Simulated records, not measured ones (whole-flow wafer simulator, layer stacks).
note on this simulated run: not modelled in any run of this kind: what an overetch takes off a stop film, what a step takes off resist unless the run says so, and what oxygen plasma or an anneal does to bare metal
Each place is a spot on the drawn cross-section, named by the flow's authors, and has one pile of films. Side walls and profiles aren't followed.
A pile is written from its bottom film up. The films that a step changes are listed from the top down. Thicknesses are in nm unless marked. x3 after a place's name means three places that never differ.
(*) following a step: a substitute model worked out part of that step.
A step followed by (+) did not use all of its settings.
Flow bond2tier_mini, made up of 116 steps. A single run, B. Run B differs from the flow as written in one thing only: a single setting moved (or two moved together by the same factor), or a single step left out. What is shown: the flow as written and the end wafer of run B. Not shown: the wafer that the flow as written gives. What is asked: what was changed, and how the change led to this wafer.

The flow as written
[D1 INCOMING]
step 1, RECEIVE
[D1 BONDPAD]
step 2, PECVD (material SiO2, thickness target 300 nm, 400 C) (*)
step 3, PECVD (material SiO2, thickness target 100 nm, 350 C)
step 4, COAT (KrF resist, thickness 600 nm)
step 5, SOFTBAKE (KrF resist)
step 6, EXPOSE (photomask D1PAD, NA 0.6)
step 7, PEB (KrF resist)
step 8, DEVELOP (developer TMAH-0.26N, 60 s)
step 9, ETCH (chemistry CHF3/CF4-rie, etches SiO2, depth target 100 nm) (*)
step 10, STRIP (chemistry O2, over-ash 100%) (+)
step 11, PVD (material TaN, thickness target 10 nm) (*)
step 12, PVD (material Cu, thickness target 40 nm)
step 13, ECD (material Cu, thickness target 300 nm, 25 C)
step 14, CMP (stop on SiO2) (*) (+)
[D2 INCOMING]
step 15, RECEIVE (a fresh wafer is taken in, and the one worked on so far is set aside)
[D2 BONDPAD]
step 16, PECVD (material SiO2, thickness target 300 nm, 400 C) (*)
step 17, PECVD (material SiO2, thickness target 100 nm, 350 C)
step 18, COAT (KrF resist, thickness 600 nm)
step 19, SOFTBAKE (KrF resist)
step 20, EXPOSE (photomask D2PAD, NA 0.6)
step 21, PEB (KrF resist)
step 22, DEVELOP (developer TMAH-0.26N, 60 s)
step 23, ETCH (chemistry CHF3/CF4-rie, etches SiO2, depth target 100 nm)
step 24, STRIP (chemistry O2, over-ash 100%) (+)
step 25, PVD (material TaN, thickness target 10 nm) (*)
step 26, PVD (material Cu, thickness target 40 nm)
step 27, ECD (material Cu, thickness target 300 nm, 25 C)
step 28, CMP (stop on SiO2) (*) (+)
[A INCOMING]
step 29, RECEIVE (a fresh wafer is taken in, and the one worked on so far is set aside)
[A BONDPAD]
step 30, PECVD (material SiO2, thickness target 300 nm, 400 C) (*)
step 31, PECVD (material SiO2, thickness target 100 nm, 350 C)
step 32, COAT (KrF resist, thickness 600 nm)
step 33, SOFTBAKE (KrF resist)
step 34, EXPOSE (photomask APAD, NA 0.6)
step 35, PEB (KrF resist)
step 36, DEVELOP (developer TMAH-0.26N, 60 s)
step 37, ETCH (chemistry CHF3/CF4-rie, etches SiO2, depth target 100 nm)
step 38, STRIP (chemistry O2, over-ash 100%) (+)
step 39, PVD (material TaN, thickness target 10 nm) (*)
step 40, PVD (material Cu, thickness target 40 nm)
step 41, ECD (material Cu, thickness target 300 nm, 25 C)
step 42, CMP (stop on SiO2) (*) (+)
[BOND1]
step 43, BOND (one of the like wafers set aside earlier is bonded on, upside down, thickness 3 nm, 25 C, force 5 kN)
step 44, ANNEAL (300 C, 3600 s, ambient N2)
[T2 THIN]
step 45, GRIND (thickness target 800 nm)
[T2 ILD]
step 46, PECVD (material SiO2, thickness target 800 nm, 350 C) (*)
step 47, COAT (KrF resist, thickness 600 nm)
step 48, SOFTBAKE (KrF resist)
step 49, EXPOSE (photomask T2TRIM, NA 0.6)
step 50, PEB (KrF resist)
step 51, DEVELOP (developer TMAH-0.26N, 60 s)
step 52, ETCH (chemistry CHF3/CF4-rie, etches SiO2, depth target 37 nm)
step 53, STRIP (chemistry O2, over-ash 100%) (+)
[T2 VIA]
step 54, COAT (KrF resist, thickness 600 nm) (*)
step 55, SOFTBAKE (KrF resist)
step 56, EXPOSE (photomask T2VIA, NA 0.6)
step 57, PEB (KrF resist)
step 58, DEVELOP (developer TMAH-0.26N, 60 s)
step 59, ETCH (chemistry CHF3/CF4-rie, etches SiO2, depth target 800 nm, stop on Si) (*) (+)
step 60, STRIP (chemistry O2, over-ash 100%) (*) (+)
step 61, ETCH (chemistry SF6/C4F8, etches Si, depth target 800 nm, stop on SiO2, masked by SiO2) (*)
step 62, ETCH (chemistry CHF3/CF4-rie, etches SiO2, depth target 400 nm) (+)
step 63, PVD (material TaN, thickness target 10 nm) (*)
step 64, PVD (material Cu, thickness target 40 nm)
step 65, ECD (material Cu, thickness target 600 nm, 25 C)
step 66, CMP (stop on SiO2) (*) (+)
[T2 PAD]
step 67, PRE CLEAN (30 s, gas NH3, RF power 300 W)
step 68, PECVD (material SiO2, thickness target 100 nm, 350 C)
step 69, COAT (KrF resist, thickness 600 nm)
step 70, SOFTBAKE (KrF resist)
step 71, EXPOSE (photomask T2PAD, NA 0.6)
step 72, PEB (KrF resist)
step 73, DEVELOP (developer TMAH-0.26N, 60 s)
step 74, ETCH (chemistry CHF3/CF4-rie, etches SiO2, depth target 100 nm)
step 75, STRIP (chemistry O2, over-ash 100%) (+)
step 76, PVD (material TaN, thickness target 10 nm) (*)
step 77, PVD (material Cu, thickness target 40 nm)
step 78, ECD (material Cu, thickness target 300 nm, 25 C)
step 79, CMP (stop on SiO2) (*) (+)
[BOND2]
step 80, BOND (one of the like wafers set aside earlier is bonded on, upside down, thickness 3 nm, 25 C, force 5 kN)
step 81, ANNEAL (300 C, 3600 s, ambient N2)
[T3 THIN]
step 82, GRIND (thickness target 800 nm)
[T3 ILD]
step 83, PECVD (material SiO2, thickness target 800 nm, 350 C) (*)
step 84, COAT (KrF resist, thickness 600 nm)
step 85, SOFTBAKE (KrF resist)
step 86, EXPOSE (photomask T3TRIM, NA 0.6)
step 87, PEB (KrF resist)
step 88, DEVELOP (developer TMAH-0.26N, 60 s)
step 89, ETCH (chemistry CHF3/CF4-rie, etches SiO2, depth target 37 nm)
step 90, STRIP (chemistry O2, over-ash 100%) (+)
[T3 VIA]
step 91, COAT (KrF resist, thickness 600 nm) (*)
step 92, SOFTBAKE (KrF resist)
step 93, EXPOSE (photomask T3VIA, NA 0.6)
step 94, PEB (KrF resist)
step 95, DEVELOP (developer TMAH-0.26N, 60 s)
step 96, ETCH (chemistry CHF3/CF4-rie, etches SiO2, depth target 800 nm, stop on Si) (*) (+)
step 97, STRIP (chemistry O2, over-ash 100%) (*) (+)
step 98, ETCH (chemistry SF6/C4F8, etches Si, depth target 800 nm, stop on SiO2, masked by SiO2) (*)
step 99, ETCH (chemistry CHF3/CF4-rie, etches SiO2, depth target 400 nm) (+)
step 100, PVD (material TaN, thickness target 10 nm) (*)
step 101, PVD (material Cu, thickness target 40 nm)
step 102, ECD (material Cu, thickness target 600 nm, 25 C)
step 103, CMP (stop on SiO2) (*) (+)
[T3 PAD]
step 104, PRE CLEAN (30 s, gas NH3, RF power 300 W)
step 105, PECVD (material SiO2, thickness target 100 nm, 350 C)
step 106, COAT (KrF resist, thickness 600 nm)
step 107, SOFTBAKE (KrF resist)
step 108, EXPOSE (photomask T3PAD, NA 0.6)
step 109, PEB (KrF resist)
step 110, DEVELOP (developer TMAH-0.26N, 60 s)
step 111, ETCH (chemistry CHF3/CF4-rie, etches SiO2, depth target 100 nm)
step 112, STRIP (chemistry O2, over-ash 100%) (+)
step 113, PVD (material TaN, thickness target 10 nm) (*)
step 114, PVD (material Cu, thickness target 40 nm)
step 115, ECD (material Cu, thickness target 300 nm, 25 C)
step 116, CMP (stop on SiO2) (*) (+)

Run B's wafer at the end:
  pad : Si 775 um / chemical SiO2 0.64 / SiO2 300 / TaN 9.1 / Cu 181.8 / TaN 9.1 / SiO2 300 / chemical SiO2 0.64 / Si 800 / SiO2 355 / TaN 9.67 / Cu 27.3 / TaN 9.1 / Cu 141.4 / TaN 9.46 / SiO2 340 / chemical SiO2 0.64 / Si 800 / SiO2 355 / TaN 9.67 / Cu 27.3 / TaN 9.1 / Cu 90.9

The reason: step 23, ETCH: depth target 60 nm was run, whereas the flow has depth target 100 nm.

Step by step, how the change led to this:
  step 23, ETCH (chemistry CHF3/CF4-rie, etches SiO2, depth target 100 nm)
      pad, via: SiO2 loses 60 (in the flow as written it would be: SiO2 loses 100)
      field: KrF resist loses 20 (in the flow as written it would be: KrF resist loses 33.3)
  step 24, STRIP (chemistry O2, over-ash 100%) (+)
      field: KrF resist loses 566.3 (all of it) (in the flow as written it would be: KrF resist loses 552.9 (all of it))
  step 26, PVD (material Cu, thickness target 40 nm)
      pad: Cu gains 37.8 (new film) (in the flow as written it would be: Cu gains 36.4 (new film))
  step 27, ECD (material Cu, thickness target 300 nm, 25 C)
      pad: Cu gains 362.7 (in the flow as written it would be: Cu gains 404.5)
      via: Cu gains 360 (in the flow as written it would be: Cu gains 400.2)
  step 80, BOND (one of the like wafers set aside earlier is bonded on, upside down, thickness 3 nm, 25 C, force 5 kN)
      pad: Si gains 775 um (new film), chemical SiO2 gains 0.64 (new film), SiO2 gains 340 (new film), TaN gains 9.46 (new film), Cu gains 50.5 (in the flow as written it would be: Si gains 775 um (new film), chemical SiO2 gains 0.64 (new film), SiO2 gains 300 (new film), TaN gains 9.1 (new film), Cu gains 90.9)
